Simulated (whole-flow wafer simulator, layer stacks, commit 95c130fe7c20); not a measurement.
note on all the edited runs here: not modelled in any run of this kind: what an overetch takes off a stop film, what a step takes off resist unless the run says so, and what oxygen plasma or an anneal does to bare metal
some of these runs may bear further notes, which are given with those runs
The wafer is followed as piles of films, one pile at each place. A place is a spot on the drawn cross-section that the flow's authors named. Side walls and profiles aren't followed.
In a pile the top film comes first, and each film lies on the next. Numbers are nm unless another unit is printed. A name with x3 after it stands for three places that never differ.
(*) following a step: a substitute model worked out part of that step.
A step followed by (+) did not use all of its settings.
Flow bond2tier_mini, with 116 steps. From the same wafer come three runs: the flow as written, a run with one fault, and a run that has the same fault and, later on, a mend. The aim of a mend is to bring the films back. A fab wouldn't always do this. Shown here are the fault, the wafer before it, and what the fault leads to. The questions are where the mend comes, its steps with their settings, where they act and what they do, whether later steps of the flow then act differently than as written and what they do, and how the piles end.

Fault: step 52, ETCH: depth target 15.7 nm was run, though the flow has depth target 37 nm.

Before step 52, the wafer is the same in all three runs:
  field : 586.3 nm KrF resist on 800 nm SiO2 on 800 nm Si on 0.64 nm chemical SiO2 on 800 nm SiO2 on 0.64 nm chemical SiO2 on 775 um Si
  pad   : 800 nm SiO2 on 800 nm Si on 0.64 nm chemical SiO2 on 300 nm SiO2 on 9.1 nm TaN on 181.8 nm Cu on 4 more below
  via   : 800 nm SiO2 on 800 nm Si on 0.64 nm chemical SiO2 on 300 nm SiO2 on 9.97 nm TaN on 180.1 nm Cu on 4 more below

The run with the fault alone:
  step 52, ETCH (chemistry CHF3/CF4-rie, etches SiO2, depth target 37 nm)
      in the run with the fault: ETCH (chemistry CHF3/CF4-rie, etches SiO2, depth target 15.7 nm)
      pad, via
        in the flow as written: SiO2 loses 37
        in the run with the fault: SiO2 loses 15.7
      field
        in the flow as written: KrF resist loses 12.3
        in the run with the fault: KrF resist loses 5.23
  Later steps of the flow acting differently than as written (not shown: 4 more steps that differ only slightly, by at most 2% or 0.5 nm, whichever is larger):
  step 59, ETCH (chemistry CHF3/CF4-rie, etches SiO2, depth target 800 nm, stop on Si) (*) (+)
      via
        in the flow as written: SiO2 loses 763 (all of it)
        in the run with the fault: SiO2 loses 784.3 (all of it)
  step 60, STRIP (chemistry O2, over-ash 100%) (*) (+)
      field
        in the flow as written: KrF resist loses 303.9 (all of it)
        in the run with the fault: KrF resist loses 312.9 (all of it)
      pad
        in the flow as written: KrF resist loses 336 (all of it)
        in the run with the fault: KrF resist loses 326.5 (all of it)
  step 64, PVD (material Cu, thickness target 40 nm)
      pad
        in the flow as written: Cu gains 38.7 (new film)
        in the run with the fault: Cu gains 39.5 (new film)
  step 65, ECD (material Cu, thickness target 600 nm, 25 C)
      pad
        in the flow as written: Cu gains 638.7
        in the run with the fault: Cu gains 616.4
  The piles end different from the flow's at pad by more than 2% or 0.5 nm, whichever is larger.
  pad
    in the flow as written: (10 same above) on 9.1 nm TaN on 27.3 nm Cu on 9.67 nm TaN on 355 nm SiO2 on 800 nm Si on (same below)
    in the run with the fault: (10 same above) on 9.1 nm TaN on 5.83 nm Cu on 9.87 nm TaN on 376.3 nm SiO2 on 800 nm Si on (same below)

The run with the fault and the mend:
  After step 53 comes the mend.
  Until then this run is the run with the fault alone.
  step 53a, COAT (KrF resist, thickness 600 nm) (*) (the flow's step 47 again)
      field
        KrF resist gains 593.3 (new film)
      pad
        KrF resist gains 606.9 (new film)
      via
        KrF resist gains 606.1 (new film)
  step 53b, SOFTBAKE (KrF resist) (the flow's step 48 again)
      leaves every film unchanged at each place that is followed
  step 53c, EXPOSE (photomask T2TRIM, NA 0.6) (the flow's step 49 again)
      leaves every film unchanged at each place that is followed
  step 53d, PEB (KrF resist) (the flow's step 50 again)
      leaves every film unchanged at each place that is followed
  step 53e, DEVELOP (developer TMAH-0.26N, 60 s) (the flow's step 51 again)
      field
        KrF resist loses 13.7
      pad
        KrF resist loses 606.9 (all of it)
      via
        KrF resist loses 606.1 (all of it)
  step 53f, ETCH (chemistry CHF3/CF4-rie, etches SiO2, depth target 21.3 nm) (the flow's step 52 again, with other settings)
      pad, via
        SiO2 loses 21.3
      field
        KrF resist loses 7.1
  step 53g, STRIP (chemistry O2, over-ash 100%) (+) (the flow's step 53 again)
      field
        KrF resist loses 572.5 (all of it)
  Later steps of the flow that are run all act as written at every place that is followed.
  By the end, the piles equal the flow's at every place that both follow.
